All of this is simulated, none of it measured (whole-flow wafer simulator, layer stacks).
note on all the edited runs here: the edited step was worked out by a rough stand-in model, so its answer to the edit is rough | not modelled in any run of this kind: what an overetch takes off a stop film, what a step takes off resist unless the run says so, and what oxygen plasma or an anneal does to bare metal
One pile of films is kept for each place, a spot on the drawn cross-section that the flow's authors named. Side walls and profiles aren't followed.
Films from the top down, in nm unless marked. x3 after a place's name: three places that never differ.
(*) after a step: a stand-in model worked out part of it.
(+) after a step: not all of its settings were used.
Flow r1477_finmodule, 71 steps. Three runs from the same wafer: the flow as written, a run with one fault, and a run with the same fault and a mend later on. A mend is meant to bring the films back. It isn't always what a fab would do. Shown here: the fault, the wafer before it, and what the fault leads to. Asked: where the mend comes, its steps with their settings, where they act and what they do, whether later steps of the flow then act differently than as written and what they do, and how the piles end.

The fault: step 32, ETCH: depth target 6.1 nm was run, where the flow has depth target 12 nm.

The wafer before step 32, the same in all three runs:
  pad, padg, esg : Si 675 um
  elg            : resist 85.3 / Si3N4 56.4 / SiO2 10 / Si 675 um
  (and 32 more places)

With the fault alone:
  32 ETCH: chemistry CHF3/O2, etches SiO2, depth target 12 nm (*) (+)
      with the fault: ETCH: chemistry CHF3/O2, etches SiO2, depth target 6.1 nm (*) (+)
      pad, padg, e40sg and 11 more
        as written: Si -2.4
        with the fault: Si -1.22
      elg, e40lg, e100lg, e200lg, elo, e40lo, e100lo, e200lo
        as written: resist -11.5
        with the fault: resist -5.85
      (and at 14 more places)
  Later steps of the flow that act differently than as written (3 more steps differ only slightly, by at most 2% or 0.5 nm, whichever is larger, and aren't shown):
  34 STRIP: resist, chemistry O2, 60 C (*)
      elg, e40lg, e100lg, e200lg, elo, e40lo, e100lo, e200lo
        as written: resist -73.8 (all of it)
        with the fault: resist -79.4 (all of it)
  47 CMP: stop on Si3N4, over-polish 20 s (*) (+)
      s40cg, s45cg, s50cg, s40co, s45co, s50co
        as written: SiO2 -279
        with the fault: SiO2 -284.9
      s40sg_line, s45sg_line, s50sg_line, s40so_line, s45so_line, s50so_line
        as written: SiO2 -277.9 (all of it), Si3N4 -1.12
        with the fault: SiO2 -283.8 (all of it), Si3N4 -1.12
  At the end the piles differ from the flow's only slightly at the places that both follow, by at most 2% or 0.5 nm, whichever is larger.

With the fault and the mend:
  The mend comes after step 32.
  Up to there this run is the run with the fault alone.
  32a ETCH: chemistry CHF3/O2, etches SiO2, depth target 5.9 nm (*) (the flow's step 32 once more, with other settings)
      pad, padg, e40sg and 11 more
        Si -1.18
      elg, e40lg, e100lg, e200lg, elo, e40lo, e100lo, e200lo
        resist -5.65
      s40sg_line, s45sg_line, s50sg_line, s40so_line, s45so_line, s50so_line
        SiO2 -5.9
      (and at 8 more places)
  No later step of the flow acts differently than as written, at any place that is followed, by more than 2% or 0.5 nm, whichever is larger.
  At the end the piles differ from the flow's only slightly at the places that both follow, by at most 2% or 0.5 nm, whichever is larger.
